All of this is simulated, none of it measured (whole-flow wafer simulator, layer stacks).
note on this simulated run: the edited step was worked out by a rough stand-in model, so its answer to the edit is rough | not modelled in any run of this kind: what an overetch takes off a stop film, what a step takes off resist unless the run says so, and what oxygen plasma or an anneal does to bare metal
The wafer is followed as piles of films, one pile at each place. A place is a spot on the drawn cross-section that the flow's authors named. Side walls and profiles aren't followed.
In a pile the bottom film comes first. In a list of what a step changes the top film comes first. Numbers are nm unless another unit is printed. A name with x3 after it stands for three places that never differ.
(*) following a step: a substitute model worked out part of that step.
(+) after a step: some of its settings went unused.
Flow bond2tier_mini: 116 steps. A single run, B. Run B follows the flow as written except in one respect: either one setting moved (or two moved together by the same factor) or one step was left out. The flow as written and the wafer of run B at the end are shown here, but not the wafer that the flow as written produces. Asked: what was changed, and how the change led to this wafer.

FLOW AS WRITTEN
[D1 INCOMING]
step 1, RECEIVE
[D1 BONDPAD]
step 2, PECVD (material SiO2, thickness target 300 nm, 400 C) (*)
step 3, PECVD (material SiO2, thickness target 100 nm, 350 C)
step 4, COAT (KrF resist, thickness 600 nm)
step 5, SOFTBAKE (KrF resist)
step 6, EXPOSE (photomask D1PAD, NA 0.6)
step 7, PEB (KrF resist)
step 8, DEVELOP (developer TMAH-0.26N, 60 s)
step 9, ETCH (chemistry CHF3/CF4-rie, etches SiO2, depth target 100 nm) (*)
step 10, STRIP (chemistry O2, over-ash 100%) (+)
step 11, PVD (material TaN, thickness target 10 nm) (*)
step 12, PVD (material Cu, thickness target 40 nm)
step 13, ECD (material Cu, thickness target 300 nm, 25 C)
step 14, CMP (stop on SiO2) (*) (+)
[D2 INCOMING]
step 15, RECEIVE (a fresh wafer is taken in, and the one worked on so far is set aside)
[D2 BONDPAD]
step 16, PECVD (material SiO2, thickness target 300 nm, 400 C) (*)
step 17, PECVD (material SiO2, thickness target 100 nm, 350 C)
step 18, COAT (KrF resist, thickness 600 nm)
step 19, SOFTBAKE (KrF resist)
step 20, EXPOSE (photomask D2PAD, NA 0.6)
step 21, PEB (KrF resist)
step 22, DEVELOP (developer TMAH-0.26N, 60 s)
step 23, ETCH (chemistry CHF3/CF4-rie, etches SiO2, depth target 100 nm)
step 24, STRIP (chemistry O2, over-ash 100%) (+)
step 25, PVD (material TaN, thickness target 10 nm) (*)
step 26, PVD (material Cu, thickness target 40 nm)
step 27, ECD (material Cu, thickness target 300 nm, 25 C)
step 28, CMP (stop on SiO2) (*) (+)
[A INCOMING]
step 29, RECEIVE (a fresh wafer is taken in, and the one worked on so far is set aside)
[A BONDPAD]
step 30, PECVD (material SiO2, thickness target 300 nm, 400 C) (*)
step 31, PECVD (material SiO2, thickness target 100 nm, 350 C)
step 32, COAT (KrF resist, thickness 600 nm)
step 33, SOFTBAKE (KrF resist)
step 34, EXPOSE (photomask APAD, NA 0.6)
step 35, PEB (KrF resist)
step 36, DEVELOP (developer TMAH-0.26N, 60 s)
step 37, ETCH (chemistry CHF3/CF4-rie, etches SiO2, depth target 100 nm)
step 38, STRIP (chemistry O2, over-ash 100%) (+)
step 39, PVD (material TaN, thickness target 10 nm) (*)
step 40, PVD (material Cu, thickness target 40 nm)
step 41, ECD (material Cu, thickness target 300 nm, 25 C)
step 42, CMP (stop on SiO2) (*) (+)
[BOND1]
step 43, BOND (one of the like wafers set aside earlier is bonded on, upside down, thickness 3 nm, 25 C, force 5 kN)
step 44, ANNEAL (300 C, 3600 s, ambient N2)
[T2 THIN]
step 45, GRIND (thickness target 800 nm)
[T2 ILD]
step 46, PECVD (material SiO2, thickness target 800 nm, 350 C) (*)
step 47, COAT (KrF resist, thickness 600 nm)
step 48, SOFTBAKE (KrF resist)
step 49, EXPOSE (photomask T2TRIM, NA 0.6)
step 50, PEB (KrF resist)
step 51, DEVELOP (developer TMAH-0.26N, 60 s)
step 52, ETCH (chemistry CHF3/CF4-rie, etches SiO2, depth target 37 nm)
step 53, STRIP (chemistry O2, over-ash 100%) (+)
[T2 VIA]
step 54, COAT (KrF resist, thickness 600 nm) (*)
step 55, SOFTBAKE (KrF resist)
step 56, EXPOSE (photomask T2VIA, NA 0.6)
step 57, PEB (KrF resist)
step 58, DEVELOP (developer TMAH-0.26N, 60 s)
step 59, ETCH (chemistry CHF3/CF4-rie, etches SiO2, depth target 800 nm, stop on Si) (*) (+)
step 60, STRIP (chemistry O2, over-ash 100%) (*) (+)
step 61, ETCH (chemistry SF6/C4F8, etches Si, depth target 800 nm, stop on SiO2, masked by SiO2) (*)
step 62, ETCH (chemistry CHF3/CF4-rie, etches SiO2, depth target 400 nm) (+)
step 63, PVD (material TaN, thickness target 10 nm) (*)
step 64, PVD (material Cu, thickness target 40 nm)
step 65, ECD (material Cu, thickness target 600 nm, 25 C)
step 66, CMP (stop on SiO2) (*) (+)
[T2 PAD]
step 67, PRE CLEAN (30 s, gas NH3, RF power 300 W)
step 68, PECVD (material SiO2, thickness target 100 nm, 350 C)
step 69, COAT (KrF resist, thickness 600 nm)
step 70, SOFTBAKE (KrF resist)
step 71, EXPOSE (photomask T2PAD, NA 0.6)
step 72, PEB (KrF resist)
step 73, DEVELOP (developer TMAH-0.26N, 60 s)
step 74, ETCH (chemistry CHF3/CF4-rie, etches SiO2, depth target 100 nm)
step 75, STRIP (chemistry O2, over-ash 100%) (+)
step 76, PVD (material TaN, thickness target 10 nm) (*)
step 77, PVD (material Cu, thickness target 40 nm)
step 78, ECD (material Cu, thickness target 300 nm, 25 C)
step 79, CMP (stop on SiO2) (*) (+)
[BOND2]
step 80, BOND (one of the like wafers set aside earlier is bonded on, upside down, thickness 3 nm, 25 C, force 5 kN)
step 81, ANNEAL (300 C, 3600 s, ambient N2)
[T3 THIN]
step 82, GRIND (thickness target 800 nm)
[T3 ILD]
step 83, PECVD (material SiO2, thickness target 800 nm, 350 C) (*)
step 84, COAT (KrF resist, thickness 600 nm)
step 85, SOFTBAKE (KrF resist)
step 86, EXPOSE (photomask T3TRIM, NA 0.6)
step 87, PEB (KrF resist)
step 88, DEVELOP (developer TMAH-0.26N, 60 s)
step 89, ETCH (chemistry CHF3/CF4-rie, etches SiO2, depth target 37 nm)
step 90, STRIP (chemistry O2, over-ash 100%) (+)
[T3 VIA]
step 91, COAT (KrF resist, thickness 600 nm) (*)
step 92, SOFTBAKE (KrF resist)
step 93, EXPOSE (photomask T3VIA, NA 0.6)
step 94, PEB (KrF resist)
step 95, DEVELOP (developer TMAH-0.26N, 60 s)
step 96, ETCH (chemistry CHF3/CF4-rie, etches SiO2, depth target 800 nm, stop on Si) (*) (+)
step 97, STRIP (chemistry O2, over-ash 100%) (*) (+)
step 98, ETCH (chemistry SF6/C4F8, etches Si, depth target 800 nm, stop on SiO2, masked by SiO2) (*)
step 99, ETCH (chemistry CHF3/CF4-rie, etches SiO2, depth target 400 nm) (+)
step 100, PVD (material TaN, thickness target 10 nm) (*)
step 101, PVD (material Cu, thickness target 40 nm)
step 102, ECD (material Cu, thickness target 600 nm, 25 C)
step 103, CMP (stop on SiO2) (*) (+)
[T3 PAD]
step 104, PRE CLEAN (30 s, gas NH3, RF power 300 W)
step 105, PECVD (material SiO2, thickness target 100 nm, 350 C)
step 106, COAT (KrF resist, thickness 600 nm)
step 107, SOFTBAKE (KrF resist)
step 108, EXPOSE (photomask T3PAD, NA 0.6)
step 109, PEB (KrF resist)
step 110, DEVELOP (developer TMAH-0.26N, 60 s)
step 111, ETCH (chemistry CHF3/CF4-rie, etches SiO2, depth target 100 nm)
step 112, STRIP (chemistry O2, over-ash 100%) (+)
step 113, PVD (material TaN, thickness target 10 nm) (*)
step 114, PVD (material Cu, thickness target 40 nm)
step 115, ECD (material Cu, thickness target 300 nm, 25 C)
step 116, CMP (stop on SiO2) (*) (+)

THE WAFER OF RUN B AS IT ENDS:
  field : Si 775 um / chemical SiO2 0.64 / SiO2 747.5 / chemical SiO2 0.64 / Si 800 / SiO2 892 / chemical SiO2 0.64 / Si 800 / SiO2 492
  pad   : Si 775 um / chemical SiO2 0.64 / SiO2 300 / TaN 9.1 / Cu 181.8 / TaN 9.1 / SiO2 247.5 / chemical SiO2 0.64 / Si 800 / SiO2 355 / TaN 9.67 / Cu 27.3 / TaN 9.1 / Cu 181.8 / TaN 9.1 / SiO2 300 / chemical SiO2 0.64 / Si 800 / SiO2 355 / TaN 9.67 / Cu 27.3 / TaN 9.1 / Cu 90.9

The reason: step 2, PECVD: thickness target 247.5 nm was run, though the flow has thickness target 300 nm.
The wafer itself shows it: pad has SiO2 247.5, and step 2 as written asks for 300 nm.

Step by step, how the change led to this:
  step 2, PECVD (material SiO2, thickness target 300 nm, 400 C) (*)
      field, pad, via: SiO2 gains 247.5 (new film) (in the flow as written it would be: SiO2 gains 300 (new film))
  step 43, BOND (one of the like wafers set aside earlier is bonded on, upside down, thickness 3 nm, 25 C, force 5 kN)
      field: Si gains 775 um (new film), chemical SiO2 gains 0.64 (new film), SiO2 gains 347.5 (in the flow as written it would be: Si gains 775 um (new film), chemical SiO2 gains 0.64 (new film), SiO2 gains 400)
      pad: Si gains 775 um (new film), chemical SiO2 gains 0.64 (new film), SiO2 gains 247.5 (new film), TaN gains 9.1 (new film), Cu gains 90.9 (in the flow as written it would be: Si gains 775 um (new film), chemical SiO2 gains 0.64 (new film), SiO2 gains 300 (new film), TaN gains 9.1 (new film), Cu gains 90.9)
      (as well as at 1 more place)
